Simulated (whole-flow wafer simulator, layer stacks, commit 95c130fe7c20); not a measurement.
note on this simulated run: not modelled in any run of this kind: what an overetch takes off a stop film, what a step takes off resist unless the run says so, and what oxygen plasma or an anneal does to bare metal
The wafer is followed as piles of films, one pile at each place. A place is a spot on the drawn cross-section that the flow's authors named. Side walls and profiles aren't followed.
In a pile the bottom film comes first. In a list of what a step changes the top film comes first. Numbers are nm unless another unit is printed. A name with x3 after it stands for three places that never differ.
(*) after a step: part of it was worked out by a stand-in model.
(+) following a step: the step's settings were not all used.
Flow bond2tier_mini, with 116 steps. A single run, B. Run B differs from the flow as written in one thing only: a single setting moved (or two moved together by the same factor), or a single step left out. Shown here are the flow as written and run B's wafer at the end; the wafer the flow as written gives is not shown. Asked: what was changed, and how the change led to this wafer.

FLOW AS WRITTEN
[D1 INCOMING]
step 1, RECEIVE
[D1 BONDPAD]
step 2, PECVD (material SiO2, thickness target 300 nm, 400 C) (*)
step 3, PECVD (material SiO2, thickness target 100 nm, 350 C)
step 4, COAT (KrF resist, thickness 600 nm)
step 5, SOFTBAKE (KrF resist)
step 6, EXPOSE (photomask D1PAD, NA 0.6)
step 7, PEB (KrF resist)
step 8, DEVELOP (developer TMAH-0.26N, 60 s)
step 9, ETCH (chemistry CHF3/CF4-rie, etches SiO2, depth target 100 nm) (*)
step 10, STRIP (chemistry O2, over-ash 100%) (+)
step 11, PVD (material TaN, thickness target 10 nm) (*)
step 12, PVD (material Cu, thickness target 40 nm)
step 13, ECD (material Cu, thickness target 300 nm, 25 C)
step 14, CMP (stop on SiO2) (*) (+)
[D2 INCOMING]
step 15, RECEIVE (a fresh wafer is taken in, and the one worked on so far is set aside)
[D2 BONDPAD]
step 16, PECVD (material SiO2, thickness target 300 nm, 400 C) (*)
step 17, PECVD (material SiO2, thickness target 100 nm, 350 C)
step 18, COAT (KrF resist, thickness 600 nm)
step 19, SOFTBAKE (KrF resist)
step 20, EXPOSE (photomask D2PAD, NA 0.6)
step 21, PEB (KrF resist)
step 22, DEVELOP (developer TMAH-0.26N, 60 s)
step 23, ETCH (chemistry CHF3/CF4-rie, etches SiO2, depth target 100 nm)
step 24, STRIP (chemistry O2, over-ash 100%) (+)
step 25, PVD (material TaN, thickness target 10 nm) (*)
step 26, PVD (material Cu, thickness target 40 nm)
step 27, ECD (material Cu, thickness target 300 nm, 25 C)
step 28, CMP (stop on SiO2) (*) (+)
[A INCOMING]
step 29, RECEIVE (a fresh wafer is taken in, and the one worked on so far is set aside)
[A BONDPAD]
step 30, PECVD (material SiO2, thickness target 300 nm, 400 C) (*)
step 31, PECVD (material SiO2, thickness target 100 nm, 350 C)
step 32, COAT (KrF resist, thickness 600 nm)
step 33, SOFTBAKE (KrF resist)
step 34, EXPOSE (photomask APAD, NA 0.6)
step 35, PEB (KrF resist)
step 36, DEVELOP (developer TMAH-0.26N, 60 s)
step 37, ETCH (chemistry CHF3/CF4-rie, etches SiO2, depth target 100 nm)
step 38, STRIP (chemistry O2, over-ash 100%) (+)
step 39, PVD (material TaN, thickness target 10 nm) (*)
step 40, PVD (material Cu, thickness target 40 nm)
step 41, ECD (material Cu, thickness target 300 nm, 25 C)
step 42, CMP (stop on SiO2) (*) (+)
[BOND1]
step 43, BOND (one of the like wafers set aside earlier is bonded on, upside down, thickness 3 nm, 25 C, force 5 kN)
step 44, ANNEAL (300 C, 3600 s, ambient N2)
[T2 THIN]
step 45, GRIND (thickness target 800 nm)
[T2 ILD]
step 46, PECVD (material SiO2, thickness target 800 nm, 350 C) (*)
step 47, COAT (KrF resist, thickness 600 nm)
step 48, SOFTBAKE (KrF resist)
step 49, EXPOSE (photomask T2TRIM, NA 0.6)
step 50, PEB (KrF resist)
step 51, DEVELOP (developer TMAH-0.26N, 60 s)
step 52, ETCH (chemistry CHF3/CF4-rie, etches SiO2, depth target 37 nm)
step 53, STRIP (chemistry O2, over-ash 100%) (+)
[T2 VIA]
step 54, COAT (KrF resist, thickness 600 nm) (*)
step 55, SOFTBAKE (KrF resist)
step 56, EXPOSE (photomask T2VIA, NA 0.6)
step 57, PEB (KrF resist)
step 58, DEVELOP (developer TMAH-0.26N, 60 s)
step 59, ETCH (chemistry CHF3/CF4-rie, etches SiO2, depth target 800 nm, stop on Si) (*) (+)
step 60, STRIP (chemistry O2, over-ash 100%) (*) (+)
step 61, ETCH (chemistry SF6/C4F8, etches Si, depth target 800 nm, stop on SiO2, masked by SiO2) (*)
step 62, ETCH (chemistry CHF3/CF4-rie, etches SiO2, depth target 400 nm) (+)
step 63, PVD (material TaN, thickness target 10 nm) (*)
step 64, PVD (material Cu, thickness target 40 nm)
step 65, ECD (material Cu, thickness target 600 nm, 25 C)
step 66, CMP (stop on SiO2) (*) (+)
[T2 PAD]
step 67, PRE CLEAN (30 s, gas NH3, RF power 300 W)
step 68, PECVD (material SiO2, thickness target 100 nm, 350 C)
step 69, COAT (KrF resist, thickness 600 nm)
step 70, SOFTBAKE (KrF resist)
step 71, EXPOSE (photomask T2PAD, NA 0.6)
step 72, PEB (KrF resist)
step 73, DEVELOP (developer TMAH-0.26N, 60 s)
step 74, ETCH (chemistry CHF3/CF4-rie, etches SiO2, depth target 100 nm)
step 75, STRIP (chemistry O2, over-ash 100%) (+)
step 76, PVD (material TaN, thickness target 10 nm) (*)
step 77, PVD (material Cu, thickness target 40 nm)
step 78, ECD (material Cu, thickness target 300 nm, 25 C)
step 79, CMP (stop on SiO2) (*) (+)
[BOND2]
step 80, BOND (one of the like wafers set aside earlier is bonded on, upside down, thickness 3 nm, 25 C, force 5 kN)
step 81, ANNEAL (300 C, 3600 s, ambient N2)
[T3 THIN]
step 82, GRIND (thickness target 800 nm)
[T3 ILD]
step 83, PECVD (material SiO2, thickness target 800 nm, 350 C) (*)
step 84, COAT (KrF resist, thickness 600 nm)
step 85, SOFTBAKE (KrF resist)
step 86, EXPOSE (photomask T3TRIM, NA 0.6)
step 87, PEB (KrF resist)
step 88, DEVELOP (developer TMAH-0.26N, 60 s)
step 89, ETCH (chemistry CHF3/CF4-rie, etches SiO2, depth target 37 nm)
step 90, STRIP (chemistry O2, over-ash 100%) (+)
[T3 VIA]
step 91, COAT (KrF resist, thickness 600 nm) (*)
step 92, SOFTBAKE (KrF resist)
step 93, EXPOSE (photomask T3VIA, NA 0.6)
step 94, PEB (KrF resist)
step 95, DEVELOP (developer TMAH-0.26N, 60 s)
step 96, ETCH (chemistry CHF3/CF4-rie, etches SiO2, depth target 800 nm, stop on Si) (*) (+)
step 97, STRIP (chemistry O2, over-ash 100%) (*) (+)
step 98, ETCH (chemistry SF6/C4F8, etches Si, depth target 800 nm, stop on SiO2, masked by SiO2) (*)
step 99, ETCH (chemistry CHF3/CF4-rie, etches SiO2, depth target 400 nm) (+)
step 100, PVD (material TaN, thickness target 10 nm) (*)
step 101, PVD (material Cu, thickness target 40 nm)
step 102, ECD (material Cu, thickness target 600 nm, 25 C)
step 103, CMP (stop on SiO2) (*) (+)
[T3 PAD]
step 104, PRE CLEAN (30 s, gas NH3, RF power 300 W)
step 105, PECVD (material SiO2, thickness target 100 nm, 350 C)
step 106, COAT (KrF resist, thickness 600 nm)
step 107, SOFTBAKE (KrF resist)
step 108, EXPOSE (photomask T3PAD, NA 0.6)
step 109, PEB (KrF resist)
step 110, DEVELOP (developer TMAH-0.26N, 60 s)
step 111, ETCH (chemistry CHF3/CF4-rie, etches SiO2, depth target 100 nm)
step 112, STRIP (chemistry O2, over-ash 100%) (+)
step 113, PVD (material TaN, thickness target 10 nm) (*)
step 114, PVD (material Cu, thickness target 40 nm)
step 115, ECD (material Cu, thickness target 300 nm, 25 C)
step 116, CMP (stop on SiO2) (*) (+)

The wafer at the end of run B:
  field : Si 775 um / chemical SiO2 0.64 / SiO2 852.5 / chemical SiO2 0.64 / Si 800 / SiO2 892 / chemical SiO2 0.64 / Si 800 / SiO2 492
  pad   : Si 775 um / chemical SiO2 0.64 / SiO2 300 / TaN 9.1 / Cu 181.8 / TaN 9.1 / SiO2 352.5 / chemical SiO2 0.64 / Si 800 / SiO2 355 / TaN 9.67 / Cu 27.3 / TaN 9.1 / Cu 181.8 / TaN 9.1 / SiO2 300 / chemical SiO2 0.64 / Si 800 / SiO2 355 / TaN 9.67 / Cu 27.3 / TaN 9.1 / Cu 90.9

Cause: step 3, PECVD: thickness target 152.5 nm was run, while the flow as written has thickness target 100 nm.

How this came from the change, step by step:
  step 3, PECVD (material SiO2, thickness target 100 nm, 350 C)
      field, pad, via: +152.5 SiO2 (as written it would have been: +100 SiO2)
  step 43, BOND (one of the like wafers set aside earlier is bonded on, upside down, thickness 3 nm, 25 C, force 5 kN)
      field: +775 um Si (new film), +0.64 chemical SiO2 (new film), +452.5 SiO2 (as written it would have been: +775 um Si (new film), +0.64 chemical SiO2 (new film), +400 SiO2)
      pad: +775 um Si (new film), +0.64 chemical SiO2 (new film), +352.5 SiO2 (new film), +9.1 TaN (new film), +90.9 Cu (as written it would have been: +775 um Si (new film), +0.64 chemical SiO2 (new film), +300 SiO2 (new film), +9.1 TaN (new film), +90.9 Cu)
      (also at 1 further place)
